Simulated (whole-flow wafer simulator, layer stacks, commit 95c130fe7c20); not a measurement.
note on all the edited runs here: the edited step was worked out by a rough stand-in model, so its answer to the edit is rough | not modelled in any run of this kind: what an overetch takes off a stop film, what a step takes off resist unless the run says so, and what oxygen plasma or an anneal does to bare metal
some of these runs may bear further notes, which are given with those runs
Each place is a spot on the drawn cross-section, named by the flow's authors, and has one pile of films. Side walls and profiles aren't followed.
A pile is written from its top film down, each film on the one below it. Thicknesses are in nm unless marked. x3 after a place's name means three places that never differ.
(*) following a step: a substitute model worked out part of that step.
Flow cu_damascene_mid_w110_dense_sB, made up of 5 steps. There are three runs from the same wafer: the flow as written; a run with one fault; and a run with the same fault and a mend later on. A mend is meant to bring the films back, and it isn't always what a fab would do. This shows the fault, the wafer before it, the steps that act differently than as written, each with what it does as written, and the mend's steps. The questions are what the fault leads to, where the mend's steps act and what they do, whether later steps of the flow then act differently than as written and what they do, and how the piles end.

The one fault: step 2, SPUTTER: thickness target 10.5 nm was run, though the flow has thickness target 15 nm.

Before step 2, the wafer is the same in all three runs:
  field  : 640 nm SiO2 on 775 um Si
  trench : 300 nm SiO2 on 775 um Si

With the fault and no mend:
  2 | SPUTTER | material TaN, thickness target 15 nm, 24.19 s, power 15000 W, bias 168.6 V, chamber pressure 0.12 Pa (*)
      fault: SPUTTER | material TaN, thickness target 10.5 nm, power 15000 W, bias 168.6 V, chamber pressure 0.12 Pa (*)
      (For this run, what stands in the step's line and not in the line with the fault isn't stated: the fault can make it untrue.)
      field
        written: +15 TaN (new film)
        fault: +10.5 TaN (new film)
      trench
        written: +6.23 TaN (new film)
        fault: +4.36 TaN (new film)
  Later steps of the flow that are run all act as written at every place that is followed, up to a difference of at most 2% or 0.5 nm, whichever is larger.
  At field, trench, the piles at the end differ from the flow's by more than 2% or 0.5 nm, whichever is larger.
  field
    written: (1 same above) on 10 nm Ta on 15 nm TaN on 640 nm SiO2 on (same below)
    fault: (1 same above) on 10 nm Ta on 10.5 nm TaN on 640 nm SiO2 on (same below)
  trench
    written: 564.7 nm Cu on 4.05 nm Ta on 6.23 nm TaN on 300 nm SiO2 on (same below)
    fault: 562 nm Cu on 4.1 nm Ta on 4.36 nm TaN on 300 nm SiO2 on (same below)

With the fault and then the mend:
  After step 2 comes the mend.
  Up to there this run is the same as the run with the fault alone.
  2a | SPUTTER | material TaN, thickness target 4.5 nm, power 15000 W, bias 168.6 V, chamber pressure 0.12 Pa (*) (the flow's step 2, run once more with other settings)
      field
        +4.5 TaN
      trench
        +1.8 TaN
  Later steps of the flow that are run all act as written at every place that is followed, up to a difference of at most 2% or 0.5 nm, whichever is larger.
  At the end the piles are close to the flow's at the places that both follow, differing by at most 2% or 0.5 nm, whichever is larger.
